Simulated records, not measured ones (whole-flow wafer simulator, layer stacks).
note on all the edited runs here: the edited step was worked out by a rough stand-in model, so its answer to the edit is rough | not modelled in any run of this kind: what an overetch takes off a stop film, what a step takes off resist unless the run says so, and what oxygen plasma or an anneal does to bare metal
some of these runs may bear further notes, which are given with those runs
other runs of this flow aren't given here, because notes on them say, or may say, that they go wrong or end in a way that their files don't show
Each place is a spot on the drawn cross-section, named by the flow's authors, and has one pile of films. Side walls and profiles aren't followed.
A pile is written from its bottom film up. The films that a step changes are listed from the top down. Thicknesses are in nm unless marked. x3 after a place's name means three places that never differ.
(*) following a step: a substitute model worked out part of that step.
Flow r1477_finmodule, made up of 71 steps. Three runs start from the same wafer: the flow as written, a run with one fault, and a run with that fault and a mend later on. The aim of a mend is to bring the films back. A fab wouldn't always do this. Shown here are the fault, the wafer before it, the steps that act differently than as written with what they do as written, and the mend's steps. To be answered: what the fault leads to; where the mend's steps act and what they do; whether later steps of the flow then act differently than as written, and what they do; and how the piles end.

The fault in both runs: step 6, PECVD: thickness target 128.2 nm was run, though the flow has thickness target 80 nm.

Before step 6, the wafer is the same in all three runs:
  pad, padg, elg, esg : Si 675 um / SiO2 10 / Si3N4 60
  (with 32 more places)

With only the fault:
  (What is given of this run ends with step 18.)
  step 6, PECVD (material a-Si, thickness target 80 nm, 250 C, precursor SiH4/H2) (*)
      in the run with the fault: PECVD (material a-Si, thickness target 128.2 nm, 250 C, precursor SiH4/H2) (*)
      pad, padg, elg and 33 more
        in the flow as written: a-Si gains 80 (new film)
        in the run with the fault: a-Si gains 128.2 (new film)
  Later steps of the flow acting differently than as written:
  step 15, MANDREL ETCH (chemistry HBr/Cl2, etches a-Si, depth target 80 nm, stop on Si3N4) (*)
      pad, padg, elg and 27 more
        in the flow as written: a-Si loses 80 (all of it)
        in the run with the fault: a-Si loses 80
  After step 18, at pad, padg, elg and 33 more, the piles differ from the flow's by more than 2% or 0.5 nm, whichever is larger.
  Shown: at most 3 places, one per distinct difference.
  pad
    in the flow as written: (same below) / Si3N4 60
    in the run with the fault: (same below) / Si3N4 60 / a-Si 48.2
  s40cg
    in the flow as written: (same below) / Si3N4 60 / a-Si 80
    in the run with the fault: (same below) / Si3N4 60 / a-Si 128.2

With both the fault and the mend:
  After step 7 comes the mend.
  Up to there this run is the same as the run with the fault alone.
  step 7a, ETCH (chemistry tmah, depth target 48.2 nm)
      pad, padg, elg and 33 more
        a-Si loses 48.2
  Later steps of the flow that are run all act as written at every place that is followed.
  At every place that both follow, the piles at the end match the flow's.
